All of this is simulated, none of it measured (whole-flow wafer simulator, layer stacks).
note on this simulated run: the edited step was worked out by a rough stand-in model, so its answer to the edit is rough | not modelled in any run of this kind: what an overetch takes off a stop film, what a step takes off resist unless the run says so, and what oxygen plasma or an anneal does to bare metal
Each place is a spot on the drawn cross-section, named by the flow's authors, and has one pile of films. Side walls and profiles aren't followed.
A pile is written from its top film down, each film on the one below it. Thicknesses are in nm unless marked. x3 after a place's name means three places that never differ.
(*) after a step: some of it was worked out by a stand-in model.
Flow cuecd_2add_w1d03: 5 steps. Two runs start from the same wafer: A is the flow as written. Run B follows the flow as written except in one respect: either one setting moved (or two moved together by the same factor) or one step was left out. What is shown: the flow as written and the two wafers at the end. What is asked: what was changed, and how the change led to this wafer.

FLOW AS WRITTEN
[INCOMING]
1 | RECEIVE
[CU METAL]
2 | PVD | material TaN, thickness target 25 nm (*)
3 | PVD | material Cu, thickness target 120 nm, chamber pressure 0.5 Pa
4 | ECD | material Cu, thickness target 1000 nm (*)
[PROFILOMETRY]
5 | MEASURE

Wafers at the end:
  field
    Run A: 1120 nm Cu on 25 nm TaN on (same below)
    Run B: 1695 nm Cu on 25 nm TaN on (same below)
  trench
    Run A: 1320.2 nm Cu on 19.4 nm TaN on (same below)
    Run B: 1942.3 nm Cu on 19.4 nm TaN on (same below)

The reason: step 4, ECD: thickness target 1575 nm was run, though the flow has thickness target 1000 nm.

The path from the change to this, step by step:
  4 | ECD | material Cu, thickness target 1000 nm (*)
      field: A +1000 Cu | B +1575 Cu
      trench: A +1226.8 Cu | B +1848.9 Cu
